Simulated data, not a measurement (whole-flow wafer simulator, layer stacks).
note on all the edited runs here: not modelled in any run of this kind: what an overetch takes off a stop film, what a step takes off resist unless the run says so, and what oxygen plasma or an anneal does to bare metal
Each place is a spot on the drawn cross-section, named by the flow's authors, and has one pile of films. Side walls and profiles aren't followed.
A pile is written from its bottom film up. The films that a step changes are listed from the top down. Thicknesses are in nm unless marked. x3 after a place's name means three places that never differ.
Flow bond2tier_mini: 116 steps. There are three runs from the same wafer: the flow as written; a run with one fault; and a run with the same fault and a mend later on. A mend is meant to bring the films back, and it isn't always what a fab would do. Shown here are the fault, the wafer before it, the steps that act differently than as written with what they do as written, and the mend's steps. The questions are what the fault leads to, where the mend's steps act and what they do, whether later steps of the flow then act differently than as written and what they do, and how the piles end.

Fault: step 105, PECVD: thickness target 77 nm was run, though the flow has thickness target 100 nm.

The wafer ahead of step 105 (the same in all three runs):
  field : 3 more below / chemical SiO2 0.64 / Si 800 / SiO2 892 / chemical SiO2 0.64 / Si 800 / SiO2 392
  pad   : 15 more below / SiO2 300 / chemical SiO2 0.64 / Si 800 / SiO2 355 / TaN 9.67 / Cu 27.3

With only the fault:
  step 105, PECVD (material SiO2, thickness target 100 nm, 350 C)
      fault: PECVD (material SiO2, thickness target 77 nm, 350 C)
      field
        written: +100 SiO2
        fault: +77 SiO2
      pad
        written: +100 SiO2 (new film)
        fault: +77 SiO2 (new film)
  Later steps of the flow acting differently than as written (not shown: 1 more step that differs only slightly, by at most 2% or 0.5 nm, whichever is larger):
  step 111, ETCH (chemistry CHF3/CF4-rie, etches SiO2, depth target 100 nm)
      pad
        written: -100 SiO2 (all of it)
        fault: -77 SiO2 (all of it), -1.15 Cu
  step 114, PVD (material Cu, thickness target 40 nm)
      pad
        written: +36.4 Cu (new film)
        fault: +37.2 Cu (new film)
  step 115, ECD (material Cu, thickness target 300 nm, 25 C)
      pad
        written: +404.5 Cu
        fault: +381.6 Cu
  By the end, the piles at field, pad depart from the flow's by more than 2% or 0.5 nm, whichever is larger.
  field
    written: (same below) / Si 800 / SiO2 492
    fault: (same below) / Si 800 / SiO2 469
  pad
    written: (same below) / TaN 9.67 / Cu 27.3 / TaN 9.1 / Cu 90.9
    fault: (same below) / TaN 9.67 / Cu 26.2 / TaN 9.34 / Cu 68.8

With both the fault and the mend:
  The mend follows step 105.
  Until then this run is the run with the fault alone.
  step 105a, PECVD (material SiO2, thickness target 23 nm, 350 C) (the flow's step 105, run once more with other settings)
      field, pad
        +23 SiO2
  Later steps of the flow that are run all act as written at every place that is followed.
  By the end, the piles equal the flow's at every place that both follow.
